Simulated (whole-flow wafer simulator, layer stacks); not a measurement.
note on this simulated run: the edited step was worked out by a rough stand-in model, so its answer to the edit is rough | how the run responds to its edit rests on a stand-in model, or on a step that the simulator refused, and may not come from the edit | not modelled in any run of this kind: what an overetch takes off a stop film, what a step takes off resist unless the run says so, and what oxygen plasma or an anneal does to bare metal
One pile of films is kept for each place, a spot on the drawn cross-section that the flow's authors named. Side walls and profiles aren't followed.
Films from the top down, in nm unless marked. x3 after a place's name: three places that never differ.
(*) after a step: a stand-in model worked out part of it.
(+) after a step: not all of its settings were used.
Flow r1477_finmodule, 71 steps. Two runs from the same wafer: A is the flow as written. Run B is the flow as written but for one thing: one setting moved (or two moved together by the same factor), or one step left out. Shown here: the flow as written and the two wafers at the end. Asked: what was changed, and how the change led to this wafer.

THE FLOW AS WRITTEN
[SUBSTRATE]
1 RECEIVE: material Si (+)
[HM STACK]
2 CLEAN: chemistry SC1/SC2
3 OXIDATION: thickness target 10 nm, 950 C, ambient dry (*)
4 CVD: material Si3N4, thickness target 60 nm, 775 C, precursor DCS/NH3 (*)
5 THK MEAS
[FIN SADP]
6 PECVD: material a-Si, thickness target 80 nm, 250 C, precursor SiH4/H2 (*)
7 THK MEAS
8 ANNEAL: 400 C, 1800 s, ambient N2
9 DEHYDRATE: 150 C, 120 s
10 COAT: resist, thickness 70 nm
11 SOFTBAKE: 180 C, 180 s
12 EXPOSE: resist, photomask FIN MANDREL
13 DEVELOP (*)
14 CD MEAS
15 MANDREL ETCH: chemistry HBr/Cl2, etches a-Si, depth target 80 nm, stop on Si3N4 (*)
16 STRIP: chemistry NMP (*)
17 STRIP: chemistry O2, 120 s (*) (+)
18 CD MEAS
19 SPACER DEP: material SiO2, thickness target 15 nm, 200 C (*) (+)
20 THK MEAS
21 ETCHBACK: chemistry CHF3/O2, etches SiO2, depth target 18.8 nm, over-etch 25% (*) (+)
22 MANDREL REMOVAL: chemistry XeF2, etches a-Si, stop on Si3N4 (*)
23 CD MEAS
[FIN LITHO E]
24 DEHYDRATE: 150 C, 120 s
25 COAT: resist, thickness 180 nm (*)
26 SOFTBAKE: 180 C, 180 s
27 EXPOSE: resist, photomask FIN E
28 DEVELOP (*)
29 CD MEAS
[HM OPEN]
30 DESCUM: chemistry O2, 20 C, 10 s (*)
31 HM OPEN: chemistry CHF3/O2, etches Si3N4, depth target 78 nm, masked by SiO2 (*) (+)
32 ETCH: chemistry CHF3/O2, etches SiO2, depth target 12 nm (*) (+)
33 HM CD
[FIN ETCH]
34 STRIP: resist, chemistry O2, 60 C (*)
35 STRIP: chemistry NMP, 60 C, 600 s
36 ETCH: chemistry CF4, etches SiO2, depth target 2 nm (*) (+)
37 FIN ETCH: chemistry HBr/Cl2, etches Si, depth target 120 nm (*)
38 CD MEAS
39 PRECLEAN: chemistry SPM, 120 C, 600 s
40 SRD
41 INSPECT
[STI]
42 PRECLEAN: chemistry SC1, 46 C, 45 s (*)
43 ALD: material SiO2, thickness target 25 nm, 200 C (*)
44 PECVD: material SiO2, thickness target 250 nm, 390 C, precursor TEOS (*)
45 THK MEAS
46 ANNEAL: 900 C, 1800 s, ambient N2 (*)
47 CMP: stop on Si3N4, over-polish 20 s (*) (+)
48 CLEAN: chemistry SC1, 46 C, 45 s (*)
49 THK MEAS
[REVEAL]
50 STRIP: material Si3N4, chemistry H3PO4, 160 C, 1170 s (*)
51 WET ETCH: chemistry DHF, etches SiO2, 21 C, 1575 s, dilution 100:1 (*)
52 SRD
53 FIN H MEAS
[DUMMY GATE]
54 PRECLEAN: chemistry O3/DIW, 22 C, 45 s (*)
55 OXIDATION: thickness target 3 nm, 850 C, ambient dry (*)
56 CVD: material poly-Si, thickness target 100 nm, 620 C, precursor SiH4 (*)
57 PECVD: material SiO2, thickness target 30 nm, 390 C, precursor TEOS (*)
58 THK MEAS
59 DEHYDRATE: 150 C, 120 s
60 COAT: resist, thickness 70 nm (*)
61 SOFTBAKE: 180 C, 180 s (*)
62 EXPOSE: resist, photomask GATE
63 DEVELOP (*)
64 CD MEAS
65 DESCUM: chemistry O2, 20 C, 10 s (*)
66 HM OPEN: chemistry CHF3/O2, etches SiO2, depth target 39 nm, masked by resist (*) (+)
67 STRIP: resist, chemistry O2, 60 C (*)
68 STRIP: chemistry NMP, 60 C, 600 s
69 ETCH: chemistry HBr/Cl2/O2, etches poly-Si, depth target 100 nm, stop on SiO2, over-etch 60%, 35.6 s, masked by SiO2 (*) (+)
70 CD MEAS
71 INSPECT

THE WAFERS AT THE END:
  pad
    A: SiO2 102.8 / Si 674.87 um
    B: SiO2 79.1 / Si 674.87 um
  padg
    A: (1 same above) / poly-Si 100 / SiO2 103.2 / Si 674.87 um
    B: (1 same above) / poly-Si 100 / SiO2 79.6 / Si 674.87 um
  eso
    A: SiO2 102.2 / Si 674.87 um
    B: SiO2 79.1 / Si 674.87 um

The cause: step 44, PECVD: thickness target 150 nm was run, where the flow has thickness target 250 nm.

How the change led to this, step by step:
  44 PECVD: material SiO2, thickness target 250 nm, 390 C, precursor TEOS (*)
      pad, padg, elg and 33 more: A SiO2 +250 | B SiO2 +150
  46 ANNEAL: 900 C, 1800 s, ambient N2 (*)
      pad, padg, elg and 33 more: A SiO2 -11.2 | B SiO2 -6.75
  47 CMP: stop on Si3N4, over-polish 20 s (*) (+)
      pad, padg, e40sg and 11 more: A SiO2 -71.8 | B nothing
      eso: A SiO2 -72.4 | B nothing
      (and at 21 more places)
  60 COAT: resist, thickness 70 nm (*)
      e40sg, e40so: A resist +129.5 (new film) | B resist +152 (new film)
      e100sg, e100so: A resist +129.4 (new film) | B resist +151.9 (new film)
      (and at 9 more places)
  63 DEVELOP (*)
      eso: A resist -129.5 (all of it) | B resist -151.4 (all of it)
      e40so: A resist -129.5 (all of it) | B resist -152 (all of it)
      (and at 5 more places)
  67 STRIP: resist, chemistry O2, 60 C (*)
      e40lg, e100lg, e200lg: A resist -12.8 (all of it) | B resist -11.6 (all of it)
      s40sg, s45sg: A resist -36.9 (all of it) | B resist -59.6 (all of it)
      (and at 10 more places)
